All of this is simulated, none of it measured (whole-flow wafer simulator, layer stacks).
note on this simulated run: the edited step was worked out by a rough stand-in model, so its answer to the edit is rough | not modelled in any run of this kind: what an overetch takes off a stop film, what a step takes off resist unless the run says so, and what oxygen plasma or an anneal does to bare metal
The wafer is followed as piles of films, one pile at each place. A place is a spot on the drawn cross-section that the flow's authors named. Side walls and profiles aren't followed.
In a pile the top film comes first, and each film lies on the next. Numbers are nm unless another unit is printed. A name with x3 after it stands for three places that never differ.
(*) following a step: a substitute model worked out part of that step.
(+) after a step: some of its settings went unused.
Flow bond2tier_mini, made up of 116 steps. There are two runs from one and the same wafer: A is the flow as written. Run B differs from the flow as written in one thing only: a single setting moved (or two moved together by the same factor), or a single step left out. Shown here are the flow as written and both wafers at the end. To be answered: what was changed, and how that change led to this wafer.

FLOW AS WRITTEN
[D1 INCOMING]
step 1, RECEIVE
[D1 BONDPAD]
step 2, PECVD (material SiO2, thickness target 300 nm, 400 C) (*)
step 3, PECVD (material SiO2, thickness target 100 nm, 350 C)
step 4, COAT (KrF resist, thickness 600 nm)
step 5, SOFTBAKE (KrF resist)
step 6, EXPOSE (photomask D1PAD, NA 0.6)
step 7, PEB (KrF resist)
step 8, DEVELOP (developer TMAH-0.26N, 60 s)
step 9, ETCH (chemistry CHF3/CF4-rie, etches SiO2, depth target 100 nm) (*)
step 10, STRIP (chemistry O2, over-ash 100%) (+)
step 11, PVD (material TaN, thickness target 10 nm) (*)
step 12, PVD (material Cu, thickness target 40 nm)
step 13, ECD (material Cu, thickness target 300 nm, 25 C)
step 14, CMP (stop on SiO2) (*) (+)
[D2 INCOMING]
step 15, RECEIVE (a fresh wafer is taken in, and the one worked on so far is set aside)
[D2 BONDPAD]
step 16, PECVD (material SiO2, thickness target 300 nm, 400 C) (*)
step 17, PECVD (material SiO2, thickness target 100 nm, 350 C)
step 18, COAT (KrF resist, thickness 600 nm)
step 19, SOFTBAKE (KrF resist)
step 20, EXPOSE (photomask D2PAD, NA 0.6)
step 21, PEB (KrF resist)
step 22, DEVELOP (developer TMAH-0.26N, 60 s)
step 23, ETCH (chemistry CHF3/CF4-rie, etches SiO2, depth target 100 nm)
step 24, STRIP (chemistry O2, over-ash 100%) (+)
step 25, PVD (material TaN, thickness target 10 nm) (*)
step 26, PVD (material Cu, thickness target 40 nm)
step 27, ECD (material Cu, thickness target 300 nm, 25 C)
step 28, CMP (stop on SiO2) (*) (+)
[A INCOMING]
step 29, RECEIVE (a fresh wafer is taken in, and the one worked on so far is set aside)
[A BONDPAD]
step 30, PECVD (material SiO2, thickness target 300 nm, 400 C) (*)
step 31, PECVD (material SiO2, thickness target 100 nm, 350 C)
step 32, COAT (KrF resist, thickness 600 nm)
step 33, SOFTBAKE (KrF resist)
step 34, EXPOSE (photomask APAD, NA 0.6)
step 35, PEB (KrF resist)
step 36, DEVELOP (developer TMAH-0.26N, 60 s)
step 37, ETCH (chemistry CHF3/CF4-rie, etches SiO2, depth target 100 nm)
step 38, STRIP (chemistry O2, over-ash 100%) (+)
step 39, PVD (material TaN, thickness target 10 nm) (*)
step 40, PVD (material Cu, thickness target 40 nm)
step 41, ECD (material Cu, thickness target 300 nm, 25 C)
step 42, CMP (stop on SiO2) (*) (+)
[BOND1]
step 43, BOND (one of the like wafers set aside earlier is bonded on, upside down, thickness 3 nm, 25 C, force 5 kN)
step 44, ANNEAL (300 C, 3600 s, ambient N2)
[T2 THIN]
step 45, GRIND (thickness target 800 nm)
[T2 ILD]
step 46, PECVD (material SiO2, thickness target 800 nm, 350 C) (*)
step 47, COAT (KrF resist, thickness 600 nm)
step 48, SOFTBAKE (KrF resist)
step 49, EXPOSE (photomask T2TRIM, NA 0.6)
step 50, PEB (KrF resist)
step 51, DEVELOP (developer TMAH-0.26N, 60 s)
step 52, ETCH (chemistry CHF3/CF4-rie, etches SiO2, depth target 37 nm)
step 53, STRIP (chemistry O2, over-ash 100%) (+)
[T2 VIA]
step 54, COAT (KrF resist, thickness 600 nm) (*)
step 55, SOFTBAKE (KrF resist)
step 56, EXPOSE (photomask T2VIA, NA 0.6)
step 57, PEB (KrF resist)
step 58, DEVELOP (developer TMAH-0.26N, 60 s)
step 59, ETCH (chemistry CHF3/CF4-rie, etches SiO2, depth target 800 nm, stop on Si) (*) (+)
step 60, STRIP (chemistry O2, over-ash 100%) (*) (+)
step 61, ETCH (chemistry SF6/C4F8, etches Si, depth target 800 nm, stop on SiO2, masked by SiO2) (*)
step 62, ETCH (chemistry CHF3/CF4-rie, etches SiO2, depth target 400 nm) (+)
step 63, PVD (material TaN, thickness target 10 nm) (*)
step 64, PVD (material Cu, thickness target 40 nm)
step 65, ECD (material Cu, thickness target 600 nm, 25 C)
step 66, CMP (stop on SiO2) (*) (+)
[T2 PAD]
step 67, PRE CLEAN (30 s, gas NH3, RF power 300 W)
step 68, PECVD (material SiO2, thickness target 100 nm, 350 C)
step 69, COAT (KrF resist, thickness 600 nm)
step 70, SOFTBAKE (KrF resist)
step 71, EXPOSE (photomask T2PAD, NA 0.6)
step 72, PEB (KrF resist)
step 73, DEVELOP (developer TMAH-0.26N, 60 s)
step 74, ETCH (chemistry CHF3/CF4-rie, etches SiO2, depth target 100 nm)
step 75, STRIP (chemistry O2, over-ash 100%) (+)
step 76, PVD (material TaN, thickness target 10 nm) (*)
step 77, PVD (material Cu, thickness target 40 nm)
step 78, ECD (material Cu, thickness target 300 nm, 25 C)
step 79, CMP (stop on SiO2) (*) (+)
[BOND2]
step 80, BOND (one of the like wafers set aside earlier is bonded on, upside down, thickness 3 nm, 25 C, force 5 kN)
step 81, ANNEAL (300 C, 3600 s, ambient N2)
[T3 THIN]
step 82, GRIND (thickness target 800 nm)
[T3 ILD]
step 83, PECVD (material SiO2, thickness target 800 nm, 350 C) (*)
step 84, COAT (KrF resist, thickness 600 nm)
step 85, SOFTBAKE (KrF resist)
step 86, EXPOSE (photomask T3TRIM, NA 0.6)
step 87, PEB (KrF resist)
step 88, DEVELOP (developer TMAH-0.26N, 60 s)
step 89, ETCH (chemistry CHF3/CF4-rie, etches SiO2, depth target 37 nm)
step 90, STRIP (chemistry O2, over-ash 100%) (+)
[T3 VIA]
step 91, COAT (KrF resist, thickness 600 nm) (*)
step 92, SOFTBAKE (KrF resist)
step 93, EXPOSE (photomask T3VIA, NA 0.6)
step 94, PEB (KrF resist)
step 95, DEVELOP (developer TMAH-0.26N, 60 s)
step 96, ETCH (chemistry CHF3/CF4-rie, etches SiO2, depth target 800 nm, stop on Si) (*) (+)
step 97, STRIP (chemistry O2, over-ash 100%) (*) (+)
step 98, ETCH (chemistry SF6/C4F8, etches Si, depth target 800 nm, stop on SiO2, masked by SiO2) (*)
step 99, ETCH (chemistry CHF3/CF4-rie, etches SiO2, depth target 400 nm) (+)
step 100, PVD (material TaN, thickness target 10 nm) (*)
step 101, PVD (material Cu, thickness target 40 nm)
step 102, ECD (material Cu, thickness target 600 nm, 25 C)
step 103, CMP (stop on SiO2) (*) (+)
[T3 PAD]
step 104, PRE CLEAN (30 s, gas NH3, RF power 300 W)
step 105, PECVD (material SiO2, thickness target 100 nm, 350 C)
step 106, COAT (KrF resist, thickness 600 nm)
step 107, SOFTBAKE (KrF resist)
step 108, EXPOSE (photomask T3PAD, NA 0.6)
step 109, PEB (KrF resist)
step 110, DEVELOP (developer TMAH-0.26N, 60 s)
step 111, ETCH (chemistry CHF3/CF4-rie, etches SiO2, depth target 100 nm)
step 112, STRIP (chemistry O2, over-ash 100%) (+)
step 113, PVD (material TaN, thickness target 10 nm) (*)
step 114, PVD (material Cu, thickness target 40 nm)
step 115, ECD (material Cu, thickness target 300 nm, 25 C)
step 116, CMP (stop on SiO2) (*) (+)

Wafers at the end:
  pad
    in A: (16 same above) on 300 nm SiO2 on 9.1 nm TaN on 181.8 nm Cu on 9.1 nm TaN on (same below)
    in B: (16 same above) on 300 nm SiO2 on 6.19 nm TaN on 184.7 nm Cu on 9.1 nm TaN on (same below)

Cause: step 11, PVD: thickness target 6.8 nm was run, whereas the flow has thickness target 10 nm.

Step by step, how the change led to this:
  step 11, PVD (material TaN, thickness target 10 nm) (*)
      field: A TaN gains 10 (new film) | B TaN gains 6.8 (new film)
      pad: A TaN gains 9.1 (new film) | B TaN gains 6.19 (new film)
      (as well as at 1 more place)
  step 14, CMP (stop on SiO2) (*) (+)
      field: A Cu loses 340 (all of it), TaN loses 10 (all of it) | B Cu loses 340 (all of it), TaN loses 6.8 (all of it)
  step 43, BOND (one of the like wafers set aside earlier is bonded on, upside down, thickness 3 nm, 25 C, force 5 kN)
      pad: A Si gains 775 um (new film), chemical SiO2 gains 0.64 (new film), SiO2 gains 300 (new film), TaN gains 9.1 (new film), Cu gains 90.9 | B Si gains 775 um (new film), chemical SiO2 gains 0.64 (new film), SiO2 gains 300 (new film), TaN gains 6.19 (new film), Cu gains 93.8
      via: A Si gains 775 um (new film), chemical SiO2 gains 0.64 (new film), SiO2 gains 300 (new film), TaN gains 9.97 (new film), Cu gains 90 | B Si gains 775 um (new film), chemical SiO2 gains 0.64 (new film), SiO2 gains 300 (new film), TaN gains 6.78 (new film), Cu gains 93.2
